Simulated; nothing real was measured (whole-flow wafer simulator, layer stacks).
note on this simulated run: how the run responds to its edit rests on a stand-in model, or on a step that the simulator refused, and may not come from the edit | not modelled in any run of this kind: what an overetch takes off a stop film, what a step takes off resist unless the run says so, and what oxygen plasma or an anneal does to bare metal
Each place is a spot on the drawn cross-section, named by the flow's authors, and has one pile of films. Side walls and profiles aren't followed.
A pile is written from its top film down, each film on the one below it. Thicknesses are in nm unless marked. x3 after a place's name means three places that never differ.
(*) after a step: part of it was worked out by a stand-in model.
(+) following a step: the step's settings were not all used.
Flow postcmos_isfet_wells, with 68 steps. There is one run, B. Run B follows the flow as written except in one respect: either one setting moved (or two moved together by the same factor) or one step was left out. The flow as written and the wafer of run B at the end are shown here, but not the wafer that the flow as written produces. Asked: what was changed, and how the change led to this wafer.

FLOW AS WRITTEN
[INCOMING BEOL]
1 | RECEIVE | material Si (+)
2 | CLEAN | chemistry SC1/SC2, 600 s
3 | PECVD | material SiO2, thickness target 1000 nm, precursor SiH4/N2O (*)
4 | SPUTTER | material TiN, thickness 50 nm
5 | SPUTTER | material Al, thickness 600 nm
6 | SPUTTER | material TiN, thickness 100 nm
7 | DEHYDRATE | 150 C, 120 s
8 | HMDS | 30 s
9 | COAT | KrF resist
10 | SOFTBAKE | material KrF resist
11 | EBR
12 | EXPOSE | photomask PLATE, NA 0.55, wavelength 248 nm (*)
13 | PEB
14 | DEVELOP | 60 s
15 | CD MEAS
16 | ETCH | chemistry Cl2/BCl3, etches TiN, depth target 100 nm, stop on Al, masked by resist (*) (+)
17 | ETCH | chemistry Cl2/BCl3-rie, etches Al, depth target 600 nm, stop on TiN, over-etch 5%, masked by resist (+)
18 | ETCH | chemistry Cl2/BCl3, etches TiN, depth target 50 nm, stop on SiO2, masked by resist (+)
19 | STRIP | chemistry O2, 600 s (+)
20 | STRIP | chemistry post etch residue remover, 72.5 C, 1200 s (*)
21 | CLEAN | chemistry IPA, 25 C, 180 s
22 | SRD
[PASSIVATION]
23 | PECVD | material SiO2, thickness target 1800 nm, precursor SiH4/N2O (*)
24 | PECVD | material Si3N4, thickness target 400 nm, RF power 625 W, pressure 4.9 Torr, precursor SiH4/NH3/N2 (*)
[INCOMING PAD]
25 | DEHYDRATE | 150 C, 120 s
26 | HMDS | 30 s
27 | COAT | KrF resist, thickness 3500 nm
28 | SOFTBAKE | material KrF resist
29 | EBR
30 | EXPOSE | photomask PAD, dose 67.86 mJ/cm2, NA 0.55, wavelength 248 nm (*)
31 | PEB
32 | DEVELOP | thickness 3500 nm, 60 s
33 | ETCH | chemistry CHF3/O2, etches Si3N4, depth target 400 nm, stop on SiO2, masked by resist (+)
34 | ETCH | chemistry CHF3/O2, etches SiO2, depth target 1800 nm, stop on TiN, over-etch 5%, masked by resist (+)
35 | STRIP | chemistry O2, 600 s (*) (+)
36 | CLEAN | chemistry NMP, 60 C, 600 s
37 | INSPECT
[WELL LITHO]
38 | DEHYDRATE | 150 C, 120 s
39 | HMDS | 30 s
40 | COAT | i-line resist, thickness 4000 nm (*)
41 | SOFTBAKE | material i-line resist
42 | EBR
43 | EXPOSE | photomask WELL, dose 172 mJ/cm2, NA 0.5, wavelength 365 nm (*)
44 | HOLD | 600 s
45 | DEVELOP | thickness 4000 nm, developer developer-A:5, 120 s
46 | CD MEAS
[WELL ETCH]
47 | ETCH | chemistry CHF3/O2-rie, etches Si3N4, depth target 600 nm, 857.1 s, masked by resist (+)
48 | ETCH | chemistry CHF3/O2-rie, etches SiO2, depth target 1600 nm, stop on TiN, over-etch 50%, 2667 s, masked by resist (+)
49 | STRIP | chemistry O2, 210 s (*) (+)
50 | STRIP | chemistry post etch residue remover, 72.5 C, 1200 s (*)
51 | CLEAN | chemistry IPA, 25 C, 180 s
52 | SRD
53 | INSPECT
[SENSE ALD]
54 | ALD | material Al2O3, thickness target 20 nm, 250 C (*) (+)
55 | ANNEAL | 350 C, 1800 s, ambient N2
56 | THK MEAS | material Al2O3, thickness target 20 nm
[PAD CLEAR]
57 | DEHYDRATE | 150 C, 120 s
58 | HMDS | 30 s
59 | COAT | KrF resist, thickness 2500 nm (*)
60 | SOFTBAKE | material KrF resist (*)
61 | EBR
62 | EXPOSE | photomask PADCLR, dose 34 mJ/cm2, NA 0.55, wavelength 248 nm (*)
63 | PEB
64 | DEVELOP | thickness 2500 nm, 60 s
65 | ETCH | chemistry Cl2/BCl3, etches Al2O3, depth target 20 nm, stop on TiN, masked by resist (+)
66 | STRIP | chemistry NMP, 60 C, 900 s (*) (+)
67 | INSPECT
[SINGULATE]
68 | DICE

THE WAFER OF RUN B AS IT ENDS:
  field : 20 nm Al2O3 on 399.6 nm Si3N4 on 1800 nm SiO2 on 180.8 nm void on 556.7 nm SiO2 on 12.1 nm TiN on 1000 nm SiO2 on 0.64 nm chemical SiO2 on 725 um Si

The reason: step 18, ETCH: depth target 37.5 nm was run, whereas the flow has depth target 50 nm.

The path from the change to this, step by step:
  18 | ETCH | chemistry Cl2/BCl3, etches TiN, depth target 50 nm, stop on SiO2, masked by resist (+)
      field: -37.5 TiN (it would be, as written: -50 TiN (all of it))
      margin, well900, well1300, well2000, well3000, pad_rim, pad_clr, pad_open: -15 KrF resist (it would be, as written: -20 KrF resist)
  23 | PECVD | material SiO2, thickness target 1800 nm, precursor SiH4/N2O (*)
      field: +1800 SiO2 (new film), +180.8 void (new film), +556.7 SiO2 (new film) (it would be, as written: +1800 SiO2 (new film), +189.9 void (new film), +559.7 SiO2)
With metal films that touch counted as one body, field has 1 body; the flow as written gives 0 bodies.
